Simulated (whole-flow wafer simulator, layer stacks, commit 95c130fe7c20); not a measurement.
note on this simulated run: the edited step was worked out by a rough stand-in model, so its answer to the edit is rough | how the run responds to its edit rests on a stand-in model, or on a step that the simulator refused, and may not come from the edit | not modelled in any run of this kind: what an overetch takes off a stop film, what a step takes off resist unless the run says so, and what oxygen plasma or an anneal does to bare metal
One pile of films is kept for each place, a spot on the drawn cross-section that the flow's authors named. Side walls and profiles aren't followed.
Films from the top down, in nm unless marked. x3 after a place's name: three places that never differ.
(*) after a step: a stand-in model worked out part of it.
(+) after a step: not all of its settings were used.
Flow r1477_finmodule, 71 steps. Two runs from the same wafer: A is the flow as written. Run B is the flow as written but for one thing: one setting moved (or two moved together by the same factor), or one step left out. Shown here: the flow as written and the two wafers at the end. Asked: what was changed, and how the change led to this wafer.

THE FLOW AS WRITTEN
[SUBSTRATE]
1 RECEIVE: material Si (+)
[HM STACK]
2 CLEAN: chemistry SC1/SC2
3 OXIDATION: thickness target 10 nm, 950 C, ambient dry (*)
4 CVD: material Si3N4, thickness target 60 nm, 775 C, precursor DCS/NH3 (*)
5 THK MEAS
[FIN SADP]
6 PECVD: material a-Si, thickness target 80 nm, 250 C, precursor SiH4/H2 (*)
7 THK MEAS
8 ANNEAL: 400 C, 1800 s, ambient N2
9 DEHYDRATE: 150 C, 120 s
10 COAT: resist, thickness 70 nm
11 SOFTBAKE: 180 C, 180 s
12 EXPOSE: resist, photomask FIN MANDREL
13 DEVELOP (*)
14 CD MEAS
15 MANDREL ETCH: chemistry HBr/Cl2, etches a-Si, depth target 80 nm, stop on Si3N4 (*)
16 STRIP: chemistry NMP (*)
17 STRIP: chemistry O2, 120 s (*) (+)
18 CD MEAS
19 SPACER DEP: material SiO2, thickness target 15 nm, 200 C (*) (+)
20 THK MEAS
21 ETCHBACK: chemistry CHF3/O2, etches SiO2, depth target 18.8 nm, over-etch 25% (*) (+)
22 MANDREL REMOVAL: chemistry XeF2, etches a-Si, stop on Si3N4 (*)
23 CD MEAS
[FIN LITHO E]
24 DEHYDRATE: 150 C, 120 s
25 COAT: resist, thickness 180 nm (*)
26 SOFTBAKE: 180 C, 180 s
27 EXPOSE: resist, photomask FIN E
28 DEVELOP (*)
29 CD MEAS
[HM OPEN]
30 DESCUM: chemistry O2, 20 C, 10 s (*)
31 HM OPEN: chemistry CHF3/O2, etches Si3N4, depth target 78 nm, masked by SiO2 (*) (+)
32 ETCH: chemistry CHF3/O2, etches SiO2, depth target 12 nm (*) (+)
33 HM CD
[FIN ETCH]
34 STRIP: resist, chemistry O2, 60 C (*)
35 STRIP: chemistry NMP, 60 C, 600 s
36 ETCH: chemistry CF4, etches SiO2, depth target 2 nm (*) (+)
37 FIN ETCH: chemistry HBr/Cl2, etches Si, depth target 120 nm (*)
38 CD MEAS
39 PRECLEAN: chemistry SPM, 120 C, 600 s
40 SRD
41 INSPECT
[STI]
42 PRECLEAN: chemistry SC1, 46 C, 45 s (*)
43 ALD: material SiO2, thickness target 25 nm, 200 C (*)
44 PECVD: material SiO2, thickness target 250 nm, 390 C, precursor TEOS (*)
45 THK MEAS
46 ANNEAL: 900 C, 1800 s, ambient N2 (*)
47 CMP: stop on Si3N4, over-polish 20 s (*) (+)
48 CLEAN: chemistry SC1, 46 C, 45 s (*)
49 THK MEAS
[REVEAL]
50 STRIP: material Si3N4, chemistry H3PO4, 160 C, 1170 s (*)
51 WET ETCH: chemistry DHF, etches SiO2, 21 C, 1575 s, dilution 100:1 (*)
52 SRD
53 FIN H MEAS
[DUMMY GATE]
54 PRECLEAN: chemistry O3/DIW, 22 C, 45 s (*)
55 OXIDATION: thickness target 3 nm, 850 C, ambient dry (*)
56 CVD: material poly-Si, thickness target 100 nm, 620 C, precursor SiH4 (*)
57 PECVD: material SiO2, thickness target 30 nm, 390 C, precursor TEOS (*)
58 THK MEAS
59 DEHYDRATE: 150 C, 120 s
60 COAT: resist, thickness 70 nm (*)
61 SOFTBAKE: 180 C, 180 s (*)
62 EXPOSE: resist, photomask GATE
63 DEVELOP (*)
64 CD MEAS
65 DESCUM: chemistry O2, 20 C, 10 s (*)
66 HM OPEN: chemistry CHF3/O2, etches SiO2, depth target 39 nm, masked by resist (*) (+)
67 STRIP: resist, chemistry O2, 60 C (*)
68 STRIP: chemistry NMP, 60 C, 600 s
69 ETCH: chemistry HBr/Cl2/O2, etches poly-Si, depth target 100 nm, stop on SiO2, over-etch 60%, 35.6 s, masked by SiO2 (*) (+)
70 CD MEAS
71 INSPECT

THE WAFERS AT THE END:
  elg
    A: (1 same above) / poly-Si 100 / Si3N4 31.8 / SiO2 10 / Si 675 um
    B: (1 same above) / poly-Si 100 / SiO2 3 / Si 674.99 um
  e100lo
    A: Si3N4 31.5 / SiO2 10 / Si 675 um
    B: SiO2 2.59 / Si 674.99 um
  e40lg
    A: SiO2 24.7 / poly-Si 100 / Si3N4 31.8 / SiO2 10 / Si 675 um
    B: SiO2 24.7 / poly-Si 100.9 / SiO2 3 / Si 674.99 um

The cause: step 4, CVD: thickness target 87 nm was run, where the flow has thickness target 60 nm.

How the change led to this, step by step:
  4 CVD: material Si3N4, thickness target 60 nm, 775 C, precursor DCS/NH3 (*)
      pad, padg, elg and 33 more: A Si3N4 +60 (new film) | B Si3N4 +87 (new film)
  31 HM OPEN: chemistry CHF3/O2, etches Si3N4, depth target 78 nm, masked by SiO2 (*) (+)
      pad, padg, esg and 13 more: A Si3N4 -56.4 (all of it), SiO2 -10 (all of it) | B Si3N4 -78
      s40cg, s45cg, s50cg, s40co, s45co, s50co: A Si3N4 -60 (all of it), SiO2 -9 | B Si3N4 -78
  32 ETCH: chemistry CHF3/O2, etches SiO2, depth target 12 nm (*) (+)
      pad, padg, e40sg and 11 more: A Si -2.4 | B Si3N4 -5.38 (all of it), SiO2 -6.35
      esg, eso: A Si -1.77 | B Si3N4 -5.38 (all of it), SiO2 -6.35
      (and at 6 more places)
  34 STRIP: resist, chemistry O2, 60 C (*)
      pad, padg, esg and 19 more: A chemical SiO2 +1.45 (new film), Si -0.64 | B nothing
  36 ETCH: chemistry CF4, etches SiO2, depth target 2 nm (*) (+)
      pad, padg, esg and 19 more: A chemical SiO2 -1.45 (all of it), Si -0.46 | B SiO2 -2
  37 FIN ETCH: chemistry HBr/Cl2, etches Si, depth target 120 nm (*)
      pad, padg, esg and 19 more: A Si -120 | B nothing
      elg, e40lg, e100lg, e200lg, elo, e40lo, e100lo, e200lo: A Si3N4 -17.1 | B nothing
      (and at 6 more places)
  39 PRECLEAN: chemistry SPM, 120 C, 600 s
      pad, padg, esg and 19 more: A chemical SiO2 +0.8 (new film), Si -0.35 | B nothing
  43 ALD: material SiO2, thickness target 25 nm, 200 C (*)
      pad, padg, e40sg and 12 more: A SiO2 +25 (new film) | B SiO2 +25
      s40cg, s40co: A SiO2 +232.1 (new film) | B SiO2 +138.2
      (and at 5 more places)
  47 CMP: stop on Si3N4, over-polish 20 s (*) (+)
      elg, e40lg, e100lg, e200lg, elo, e40lo, e100lo, e200lo: A SiO2 -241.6 | B SiO2 -263.8 (all of it), Si3N4 -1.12
      pad, padg, e40sg and 11 more: A SiO2 -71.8 | B SiO2 -175.6
      (and at 14 more places)
  50 STRIP: material Si3N4, chemistry H3PO4, 160 C, 1170 s (*)
      elg, e40lg, e100lg, e200lg, elo, e40lo, e100lo, e200lo: A SiO2 -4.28 | B Si3N4 -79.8 (all of it), SiO2 -0.71
      s40sg_line, s45sg_line, s50sg_line, s40so_line, s45so_line, s50so_line: A Si3N4 -58.9 (all of it), SiO2 -1.37 | B Si3N4 -79.8 (all of it), SiO2 -0.71
  51 WET ETCH: chemistry DHF, etches SiO2, 21 C, 1575 s, dilution 100:1 (*)
      elg, e40lg, e100lg, e200lg, elo, e40lo, e100lo, e200lo: A SiO2 -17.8 (all of it), Si3N4 -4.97 | B SiO2 -9.29 (all of it)
      pad, padg, e40sg and 11 more: A SiO2 -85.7 | B SiO2 -83.8
      (and at 7 more places)
  54 PRECLEAN: chemistry O3/DIW, 22 C, 45 s (*)
      elg, e40lg, e100lg, e200lg, elo, e40lo, e100lo, e200lo: A nothing | B chemical SiO2 +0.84 (new film), Si -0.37
  55 OXIDATION: thickness target 3 nm, 850 C, ambient dry (*)
      pad, padg, e40sg and 12 more: A SiO2 +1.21, chemical SiO2 -0.74 (all of it), Si -0.21 | B SiO2 +2.58, Si -1.14
      elg, e40lg, e100lg, e200lg, elo, e40lo, e100lo, e200lo: A nothing | B SiO2 +3 (new film), chemical SiO2 -0.84 (all of it), Si -0.95
      (and at 7 more places)
  56 CVD: material poly-Si, thickness target 100 nm, 620 C, precursor SiH4 (*)
      s40cg, s40co: A poly-Si +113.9 (new film) | B poly-Si +100 (new film)
      s45cg, s45co: A poly-Si +113.4 (new film) | B poly-Si +100 (new film)
      (and at 3 more places)
  60 COAT: resist, thickness 70 nm (*)
      e40lg, e40lo: A resist +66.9 (new film) | B resist +70.3 (new film)
      e40sg, e40so: A resist +129.5 (new film) | B resist +69.7 (new film)
      (and at 29 more places)
  63 DEVELOP (*)
      elo: A resist -66.9 (all of it) | B resist -70.6 (all of it)
      eso: A resist -129.5 (all of it) | B resist -69.5 (all of it)
      (and at 15 more places)
  ... 1 more step ...
  69 ETCH: chemistry HBr/Cl2/O2, etches poly-Si, depth target 100 nm, stop on SiO2, over-etch 60%, 35.6 s, masked by SiO2 (*) (+)
      s40co: A chemical SiO2 -1.46 (all of it), poly-Si -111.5 (all of it), SiO2 -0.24 | B chemical SiO2 -1.07 (all of it), poly-Si -97.7 (all of it), SiO2 -0.41
      s45co: A chemical SiO2 -1.46 (all of it), poly-Si -110.9 (all of it), SiO2 -0.25 | B chemical SiO2 -1.07 (all of it), poly-Si -97.7 (all of it), SiO2 -0.41
      (and at 1 more place)
